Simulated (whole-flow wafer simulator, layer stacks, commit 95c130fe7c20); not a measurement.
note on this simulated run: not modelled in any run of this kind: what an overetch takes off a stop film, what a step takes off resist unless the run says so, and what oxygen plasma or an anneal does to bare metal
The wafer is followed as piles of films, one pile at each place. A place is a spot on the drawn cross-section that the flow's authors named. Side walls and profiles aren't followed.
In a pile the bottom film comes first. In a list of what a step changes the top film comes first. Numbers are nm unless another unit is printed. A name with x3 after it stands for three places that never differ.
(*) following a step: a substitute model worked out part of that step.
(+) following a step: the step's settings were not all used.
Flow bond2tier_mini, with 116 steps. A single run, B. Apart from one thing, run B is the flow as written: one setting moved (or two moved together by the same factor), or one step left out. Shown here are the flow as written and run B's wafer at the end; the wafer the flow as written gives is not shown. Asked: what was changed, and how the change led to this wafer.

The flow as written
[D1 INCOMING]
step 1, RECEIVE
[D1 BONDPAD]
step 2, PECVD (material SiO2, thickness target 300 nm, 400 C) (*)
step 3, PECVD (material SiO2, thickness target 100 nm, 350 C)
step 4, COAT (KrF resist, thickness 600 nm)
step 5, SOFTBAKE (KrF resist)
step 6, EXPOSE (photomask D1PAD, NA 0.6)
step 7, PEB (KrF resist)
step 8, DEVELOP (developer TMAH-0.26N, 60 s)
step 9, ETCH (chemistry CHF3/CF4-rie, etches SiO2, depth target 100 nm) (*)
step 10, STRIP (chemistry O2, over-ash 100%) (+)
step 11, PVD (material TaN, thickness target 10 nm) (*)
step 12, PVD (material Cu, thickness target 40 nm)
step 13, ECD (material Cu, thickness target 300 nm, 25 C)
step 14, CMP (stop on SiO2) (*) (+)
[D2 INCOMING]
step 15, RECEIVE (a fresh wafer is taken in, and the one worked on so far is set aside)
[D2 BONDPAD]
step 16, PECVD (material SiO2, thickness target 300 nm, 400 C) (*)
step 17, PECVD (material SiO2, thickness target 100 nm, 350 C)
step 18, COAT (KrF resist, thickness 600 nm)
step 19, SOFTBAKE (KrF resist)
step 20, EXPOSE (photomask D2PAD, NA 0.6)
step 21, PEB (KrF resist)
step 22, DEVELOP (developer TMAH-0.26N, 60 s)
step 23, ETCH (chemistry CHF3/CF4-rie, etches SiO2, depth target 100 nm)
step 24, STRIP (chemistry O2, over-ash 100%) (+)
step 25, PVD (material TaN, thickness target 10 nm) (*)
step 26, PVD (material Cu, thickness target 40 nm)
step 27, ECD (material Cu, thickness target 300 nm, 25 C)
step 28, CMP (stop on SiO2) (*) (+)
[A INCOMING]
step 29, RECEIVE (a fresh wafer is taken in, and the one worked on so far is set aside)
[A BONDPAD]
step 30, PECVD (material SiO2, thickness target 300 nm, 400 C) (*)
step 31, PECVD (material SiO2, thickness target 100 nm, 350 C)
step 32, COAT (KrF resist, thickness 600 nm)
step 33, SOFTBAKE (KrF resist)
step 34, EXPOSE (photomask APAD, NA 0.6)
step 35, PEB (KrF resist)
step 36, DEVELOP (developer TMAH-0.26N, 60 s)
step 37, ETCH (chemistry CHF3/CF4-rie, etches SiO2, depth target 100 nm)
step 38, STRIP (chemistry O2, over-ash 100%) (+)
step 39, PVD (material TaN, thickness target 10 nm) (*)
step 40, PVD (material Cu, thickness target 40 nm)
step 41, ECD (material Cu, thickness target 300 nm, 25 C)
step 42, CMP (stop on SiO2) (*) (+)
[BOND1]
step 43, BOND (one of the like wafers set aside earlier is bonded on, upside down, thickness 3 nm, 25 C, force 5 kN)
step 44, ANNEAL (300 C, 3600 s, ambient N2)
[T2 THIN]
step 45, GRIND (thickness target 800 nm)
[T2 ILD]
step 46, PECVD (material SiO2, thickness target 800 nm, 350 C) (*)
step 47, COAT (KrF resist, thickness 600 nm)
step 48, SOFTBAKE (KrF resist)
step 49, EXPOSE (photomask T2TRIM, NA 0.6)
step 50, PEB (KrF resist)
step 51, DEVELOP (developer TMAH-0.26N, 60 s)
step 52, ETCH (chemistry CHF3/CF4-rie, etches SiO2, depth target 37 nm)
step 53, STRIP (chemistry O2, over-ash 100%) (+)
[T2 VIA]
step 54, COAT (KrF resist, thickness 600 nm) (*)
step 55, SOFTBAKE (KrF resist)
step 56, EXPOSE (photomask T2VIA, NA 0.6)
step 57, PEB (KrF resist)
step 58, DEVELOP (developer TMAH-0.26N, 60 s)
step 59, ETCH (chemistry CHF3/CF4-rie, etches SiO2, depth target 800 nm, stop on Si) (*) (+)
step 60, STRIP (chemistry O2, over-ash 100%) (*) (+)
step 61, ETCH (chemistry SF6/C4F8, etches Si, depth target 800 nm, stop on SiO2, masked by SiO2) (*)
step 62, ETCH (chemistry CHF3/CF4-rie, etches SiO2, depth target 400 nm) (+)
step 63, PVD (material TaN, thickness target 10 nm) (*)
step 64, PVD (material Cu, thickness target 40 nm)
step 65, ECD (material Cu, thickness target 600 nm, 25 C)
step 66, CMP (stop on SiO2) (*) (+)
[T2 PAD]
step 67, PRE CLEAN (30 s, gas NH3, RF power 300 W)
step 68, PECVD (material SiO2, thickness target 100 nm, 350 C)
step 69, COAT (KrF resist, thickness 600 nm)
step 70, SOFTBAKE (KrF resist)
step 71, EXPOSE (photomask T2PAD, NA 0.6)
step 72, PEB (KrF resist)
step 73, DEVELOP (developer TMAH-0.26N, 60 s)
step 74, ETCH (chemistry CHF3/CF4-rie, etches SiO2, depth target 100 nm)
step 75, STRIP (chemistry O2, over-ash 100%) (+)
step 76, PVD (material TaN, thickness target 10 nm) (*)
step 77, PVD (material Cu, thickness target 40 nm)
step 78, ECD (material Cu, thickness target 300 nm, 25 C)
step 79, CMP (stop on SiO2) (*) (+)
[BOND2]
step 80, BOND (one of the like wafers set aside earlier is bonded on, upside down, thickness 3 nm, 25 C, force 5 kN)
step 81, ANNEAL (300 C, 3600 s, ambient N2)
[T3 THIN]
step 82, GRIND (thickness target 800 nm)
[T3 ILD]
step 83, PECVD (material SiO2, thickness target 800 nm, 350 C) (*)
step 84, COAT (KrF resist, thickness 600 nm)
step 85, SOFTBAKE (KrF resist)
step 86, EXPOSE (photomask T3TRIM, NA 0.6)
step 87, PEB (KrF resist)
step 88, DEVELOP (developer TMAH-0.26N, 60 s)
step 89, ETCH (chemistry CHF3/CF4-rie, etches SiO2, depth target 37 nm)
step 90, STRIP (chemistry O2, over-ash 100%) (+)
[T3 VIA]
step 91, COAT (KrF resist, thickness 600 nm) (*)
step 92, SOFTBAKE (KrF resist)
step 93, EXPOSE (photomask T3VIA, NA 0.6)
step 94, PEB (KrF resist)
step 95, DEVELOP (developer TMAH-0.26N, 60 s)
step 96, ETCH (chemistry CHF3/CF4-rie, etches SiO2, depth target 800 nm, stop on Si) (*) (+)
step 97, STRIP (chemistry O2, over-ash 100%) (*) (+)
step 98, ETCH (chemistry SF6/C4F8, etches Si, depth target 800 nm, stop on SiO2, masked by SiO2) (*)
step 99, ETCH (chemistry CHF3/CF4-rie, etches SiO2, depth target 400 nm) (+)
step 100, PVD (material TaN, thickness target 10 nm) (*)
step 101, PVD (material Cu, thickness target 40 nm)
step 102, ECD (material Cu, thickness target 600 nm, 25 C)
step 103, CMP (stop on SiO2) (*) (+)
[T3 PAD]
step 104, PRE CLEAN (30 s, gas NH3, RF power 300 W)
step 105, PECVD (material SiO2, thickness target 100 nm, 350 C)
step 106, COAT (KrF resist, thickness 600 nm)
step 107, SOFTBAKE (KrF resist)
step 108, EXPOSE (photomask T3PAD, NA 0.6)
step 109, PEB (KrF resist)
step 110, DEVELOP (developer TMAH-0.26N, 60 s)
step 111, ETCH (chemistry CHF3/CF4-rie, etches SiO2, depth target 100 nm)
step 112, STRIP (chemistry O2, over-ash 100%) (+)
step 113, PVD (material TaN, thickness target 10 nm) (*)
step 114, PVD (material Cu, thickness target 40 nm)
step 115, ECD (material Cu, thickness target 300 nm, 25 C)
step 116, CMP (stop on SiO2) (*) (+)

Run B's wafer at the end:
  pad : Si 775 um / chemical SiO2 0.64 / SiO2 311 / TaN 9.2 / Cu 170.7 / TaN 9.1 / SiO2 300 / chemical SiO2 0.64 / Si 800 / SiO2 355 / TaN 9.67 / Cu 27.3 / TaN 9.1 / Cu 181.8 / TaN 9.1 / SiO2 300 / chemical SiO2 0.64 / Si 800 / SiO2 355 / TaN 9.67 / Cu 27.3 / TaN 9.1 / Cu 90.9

What caused this: step 37, ETCH: depth target 89 nm was run, though the flow has depth target 100 nm.

How this came from the change, step by step:
  step 37, ETCH (chemistry CHF3/CF4-rie, etches SiO2, depth target 100 nm)
      pad, via: SiO2 loses 89 (it would be, as written: SiO2 loses 100)
      field: KrF resist loses 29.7 (it would be, as written: KrF resist loses 33.3)
  step 41, ECD (material Cu, thickness target 300 nm, 25 C)
      pad: Cu gains 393 (it would be, as written: Cu gains 404.5)
      via: Cu gains 389.1 (it would be, as written: Cu gains 400.2)
